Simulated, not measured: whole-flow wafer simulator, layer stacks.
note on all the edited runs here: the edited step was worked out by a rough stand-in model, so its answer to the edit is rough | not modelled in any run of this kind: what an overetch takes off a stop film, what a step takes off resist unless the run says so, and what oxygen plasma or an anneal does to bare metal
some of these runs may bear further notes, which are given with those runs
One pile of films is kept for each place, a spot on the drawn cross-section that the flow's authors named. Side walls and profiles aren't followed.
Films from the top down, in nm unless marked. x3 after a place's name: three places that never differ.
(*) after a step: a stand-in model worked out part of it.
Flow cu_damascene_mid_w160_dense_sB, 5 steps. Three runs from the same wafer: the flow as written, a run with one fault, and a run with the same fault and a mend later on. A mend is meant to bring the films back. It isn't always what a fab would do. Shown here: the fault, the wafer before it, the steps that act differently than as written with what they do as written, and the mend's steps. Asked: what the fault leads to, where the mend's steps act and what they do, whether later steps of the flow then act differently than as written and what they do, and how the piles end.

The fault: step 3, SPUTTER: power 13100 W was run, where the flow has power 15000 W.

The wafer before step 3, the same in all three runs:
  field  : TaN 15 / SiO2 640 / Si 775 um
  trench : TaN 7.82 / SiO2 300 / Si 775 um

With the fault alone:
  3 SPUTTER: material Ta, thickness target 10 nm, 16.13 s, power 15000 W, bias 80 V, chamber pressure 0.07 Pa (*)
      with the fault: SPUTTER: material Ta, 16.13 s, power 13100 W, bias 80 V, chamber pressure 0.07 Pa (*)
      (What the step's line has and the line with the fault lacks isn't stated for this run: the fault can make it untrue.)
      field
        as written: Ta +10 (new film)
        with the fault: Ta +8.73 (new film)
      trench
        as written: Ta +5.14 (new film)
        with the fault: Ta +4.41 (new film)
  No later step of the flow acts differently than as written, at any place that is followed, by more than 2% or 0.5 nm, whichever is larger.
  At the end the piles differ from the flow's by more than 2% or 0.5 nm, whichever is larger, at field, trench.
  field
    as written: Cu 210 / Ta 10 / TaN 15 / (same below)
    with the fault: Cu 210 / Ta 8.73 / TaN 15 / (same below)
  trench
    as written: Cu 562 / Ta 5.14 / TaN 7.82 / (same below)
    with the fault: Cu 561.5 / Ta 4.41 / TaN 7.82 / (same below)

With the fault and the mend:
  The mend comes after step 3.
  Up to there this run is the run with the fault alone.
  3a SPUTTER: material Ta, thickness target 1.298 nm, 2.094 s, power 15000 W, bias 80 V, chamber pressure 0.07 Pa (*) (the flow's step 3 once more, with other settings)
      field
        Ta +1.3
      trench
        Ta +0.65
  No later step of the flow acts differently than as written, at any place that is followed, by more than 2% or 0.5 nm, whichever is larger.
  At the end the piles differ from the flow's only slightly at the places that both follow, by at most 2% or 0.5 nm, whichever is larger.
